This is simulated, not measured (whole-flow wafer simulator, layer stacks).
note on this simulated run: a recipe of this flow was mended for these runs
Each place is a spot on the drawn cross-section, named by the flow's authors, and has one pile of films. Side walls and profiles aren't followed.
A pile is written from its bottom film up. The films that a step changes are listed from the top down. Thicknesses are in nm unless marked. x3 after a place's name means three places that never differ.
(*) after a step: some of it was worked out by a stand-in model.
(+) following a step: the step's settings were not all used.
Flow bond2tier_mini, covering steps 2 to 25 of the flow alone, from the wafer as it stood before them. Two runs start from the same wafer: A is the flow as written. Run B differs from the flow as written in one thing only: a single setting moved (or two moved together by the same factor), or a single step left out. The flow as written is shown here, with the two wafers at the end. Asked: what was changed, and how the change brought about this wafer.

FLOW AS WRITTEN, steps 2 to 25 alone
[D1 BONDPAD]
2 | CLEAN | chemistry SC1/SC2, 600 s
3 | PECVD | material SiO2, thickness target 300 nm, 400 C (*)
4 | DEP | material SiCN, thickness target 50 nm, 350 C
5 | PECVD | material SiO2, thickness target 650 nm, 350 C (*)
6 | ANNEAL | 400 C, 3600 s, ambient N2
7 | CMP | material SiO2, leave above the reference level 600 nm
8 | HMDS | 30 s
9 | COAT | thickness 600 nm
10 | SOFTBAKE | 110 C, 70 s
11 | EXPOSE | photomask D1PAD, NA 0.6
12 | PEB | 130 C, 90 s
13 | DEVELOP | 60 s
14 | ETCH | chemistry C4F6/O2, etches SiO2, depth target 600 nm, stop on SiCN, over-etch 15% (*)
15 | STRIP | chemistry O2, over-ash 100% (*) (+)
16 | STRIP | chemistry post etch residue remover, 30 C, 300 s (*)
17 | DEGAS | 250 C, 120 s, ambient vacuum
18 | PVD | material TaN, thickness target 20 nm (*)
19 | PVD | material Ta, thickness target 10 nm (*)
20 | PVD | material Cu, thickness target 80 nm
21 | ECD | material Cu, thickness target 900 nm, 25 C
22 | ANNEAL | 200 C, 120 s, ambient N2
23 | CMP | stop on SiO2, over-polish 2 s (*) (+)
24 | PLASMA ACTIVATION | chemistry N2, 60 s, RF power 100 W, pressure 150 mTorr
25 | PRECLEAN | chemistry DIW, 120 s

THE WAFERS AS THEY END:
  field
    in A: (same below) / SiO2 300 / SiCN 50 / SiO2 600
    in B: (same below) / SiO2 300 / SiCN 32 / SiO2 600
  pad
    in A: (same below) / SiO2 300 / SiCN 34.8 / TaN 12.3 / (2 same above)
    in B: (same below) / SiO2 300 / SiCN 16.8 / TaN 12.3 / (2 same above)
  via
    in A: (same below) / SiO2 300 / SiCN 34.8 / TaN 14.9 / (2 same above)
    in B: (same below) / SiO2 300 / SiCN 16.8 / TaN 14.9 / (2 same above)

Cause: step 4, DEP: thickness target 32 nm was run, though the flow has thickness target 50 nm.
The wafer itself shows it: field has SiCN 32, and step 4 as written asks for 50 nm.

How this came from the change, step by step:
  4 | DEP | material SiCN, thickness target 50 nm, 350 C
      field, pad, via: A +50 SiCN (new film) | B +32 SiCN (new film)
